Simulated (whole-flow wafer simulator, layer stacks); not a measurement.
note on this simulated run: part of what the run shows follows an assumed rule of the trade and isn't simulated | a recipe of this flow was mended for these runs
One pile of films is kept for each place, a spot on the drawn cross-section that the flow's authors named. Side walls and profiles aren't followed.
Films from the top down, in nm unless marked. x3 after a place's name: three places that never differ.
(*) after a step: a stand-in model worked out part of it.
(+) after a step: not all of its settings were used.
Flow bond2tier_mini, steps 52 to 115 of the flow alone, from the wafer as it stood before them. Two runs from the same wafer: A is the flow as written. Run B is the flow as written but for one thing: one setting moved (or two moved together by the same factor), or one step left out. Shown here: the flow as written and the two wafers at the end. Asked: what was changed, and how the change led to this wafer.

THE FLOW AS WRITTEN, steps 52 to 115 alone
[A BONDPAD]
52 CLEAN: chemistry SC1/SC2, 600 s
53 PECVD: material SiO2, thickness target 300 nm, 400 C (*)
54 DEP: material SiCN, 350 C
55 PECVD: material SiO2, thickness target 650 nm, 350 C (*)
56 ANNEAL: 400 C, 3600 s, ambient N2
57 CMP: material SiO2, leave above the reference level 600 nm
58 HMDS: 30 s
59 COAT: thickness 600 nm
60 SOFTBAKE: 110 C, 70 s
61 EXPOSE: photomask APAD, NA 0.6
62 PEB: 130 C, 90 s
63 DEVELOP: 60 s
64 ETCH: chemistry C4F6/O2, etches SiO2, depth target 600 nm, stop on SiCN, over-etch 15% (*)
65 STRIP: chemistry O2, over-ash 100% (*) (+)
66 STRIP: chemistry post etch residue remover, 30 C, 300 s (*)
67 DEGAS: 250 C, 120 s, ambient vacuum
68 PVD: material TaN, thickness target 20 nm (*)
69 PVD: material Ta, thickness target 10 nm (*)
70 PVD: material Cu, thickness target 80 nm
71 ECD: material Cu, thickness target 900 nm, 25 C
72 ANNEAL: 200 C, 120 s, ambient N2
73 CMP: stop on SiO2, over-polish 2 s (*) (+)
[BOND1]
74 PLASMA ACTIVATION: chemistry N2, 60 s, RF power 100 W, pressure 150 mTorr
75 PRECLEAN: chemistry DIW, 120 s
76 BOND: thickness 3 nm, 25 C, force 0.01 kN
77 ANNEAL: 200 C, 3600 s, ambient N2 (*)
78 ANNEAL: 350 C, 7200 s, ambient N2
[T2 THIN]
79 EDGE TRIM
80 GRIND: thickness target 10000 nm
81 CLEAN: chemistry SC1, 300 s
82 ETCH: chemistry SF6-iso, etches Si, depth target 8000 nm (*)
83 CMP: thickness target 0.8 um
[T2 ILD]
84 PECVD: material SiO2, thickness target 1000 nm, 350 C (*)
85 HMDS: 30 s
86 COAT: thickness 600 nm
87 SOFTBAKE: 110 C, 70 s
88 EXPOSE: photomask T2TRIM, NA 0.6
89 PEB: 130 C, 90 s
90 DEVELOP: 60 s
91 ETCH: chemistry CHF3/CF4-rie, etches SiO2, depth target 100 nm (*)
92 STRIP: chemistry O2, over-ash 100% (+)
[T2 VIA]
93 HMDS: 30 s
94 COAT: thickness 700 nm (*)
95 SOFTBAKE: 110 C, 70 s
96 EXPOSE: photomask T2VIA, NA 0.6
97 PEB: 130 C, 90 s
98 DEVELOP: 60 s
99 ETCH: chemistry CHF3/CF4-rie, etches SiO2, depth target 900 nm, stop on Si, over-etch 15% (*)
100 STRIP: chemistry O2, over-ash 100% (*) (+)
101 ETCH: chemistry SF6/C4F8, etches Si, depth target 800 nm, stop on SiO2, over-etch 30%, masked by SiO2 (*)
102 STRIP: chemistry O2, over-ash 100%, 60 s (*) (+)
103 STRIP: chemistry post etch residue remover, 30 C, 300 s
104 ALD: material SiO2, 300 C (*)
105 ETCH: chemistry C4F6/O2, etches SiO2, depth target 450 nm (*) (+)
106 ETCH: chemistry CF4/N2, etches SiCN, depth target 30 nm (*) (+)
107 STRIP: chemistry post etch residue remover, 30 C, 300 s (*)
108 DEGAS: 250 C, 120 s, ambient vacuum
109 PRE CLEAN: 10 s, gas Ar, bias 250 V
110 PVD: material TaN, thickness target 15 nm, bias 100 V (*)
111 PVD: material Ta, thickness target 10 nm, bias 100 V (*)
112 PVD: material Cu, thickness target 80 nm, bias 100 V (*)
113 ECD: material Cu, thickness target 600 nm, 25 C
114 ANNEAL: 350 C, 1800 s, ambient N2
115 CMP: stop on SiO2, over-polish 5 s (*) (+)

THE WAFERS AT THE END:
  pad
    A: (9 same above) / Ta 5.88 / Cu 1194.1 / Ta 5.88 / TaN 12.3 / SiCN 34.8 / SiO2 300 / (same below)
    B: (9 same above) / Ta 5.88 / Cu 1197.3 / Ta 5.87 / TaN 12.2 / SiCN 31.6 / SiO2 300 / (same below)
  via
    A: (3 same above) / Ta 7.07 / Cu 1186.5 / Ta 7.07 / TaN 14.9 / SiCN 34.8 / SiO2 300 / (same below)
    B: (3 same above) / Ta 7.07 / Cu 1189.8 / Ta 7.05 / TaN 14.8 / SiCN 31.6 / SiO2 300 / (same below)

The cause: step 64, ETCH: over-etch 18.2% was run, where the flow has over-etch 15%.

How the change led to this, step by step:
  64 ETCH: chemistry C4F6/O2, etches SiO2, depth target 600 nm, stop on SiCN, over-etch 15% (*)
      pad, via: A SiO2 -600 (all of it), SiCN -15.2 | B SiO2 -600 (all of it), SiCN -18.4
      field: A thick-KrF-resist -115 | B thick-KrF-resist -118.2
